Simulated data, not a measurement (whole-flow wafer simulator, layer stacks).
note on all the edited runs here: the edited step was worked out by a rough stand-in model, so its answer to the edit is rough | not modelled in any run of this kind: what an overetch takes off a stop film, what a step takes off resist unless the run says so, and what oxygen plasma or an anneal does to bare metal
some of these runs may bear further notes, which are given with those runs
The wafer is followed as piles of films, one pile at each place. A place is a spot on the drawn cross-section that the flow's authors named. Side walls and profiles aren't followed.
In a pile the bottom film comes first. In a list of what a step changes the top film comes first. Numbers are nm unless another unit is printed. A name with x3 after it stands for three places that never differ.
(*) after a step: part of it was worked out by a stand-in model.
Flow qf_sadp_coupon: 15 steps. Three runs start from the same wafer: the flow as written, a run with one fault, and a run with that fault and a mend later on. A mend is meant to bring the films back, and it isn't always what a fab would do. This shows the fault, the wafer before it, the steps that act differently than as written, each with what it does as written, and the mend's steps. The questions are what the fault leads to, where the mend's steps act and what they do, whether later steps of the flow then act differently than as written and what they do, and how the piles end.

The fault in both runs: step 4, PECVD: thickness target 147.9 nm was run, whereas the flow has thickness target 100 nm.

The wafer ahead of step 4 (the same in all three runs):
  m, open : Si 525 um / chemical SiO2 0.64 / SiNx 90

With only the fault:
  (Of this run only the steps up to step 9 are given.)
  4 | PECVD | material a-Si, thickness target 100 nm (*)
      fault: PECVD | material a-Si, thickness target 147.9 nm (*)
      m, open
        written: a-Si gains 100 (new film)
        fault: a-Si gains 147.9 (new film)
  Every later step of the flow up to step 9 that is run acts as written at every place that is followed.
  After step 9, at m, open, the piles differ from the flow's by more than 2% or 0.5 nm, whichever is larger.
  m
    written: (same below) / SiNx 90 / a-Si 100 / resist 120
    fault: (same below) / SiNx 90 / a-Si 147.9 / resist 120
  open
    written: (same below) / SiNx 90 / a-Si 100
    fault: (same below) / SiNx 90 / a-Si 147.9

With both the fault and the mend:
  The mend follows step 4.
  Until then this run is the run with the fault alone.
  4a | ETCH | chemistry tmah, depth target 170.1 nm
      m, open
        a-Si loses 147.9 (all of it)
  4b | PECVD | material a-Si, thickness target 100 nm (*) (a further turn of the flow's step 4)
      m, open
        a-Si gains 100 (new film)
  Every later step of the flow that is run acts as written at every place that is followed.
  At every place that both follow, the piles at the end match the flow's.
